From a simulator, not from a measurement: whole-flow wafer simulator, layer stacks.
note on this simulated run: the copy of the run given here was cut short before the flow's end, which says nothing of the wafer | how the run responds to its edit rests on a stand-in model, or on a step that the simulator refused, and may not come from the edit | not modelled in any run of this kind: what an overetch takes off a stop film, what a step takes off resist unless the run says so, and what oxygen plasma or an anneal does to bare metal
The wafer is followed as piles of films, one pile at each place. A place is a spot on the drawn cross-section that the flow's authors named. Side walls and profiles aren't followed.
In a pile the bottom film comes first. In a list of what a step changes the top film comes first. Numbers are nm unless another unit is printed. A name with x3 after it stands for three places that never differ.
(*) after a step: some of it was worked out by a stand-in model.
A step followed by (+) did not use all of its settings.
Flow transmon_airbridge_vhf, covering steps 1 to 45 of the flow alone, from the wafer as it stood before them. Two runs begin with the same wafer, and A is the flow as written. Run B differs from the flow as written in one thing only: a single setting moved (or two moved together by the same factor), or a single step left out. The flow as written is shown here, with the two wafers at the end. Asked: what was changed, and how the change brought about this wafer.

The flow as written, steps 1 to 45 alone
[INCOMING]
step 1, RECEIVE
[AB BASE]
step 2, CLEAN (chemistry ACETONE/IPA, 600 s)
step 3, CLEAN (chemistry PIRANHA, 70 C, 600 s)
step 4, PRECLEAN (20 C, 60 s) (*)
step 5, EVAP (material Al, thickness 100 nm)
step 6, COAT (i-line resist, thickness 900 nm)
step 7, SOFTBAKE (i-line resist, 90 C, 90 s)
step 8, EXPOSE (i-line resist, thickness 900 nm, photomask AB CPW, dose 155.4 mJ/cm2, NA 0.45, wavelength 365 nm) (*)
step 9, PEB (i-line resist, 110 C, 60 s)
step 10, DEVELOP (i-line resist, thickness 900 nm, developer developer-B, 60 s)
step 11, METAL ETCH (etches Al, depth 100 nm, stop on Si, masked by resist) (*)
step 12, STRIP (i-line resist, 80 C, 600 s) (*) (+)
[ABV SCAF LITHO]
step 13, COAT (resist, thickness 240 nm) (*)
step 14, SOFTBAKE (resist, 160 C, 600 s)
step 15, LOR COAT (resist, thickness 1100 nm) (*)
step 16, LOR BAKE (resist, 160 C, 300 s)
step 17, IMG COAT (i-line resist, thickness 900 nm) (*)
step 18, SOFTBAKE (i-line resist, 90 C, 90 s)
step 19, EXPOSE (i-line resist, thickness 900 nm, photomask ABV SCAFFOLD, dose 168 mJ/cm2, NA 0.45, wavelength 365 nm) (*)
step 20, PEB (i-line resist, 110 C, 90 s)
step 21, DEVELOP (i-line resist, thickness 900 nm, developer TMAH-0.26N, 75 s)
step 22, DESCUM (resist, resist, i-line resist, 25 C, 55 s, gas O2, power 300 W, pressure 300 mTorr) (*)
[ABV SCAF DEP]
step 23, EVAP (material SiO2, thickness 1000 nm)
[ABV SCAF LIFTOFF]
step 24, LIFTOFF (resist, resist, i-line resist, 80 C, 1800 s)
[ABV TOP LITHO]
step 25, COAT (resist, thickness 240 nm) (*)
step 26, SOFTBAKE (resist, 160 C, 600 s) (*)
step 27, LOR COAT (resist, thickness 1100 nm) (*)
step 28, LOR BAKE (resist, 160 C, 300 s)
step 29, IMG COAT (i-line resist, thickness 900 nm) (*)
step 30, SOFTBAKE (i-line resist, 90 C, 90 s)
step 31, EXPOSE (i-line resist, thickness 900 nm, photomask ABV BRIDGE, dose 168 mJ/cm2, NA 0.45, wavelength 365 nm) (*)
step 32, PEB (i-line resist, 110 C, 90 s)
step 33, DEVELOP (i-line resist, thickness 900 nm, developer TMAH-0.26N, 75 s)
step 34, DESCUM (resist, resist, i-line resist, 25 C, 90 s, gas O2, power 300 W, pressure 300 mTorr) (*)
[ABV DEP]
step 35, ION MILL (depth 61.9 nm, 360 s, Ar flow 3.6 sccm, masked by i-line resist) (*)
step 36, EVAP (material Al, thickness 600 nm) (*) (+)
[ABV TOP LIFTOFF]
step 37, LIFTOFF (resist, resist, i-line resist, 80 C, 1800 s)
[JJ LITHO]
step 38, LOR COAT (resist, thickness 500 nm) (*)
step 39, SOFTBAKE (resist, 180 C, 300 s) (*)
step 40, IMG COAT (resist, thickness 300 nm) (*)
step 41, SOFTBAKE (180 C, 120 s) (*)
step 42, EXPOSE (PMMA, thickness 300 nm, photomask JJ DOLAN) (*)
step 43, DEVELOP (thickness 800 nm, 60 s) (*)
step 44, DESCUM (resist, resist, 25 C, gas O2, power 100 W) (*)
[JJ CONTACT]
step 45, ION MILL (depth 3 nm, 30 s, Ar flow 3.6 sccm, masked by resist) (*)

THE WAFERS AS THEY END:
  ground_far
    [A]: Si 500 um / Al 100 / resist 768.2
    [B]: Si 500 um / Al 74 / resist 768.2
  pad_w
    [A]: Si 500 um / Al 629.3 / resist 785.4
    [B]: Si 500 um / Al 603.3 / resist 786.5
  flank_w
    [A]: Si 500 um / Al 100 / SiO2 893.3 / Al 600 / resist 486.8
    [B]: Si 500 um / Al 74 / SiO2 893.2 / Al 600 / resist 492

What caused this: step 5, EVAP: thickness 74 nm was run, while the flow as written has thickness 100 nm.
One can read it off the wafer: ground_far has Al 74, and step 5 as written asks for 100 nm.

How this came from the change, step by step:
  step 5, EVAP (material Al, thickness 100 nm)
      field x3, jj_line, ground_far and 12 more: A +100 Al (new film) | B +74 Al (new film)
  step 11, METAL ETCH (etches Al, depth 100 nm, stop on Si, masked by resist) (*)
      field x3, jj_line, gap_w, gap_e: A -100 Al (all of it) | B -74 Al (all of it)
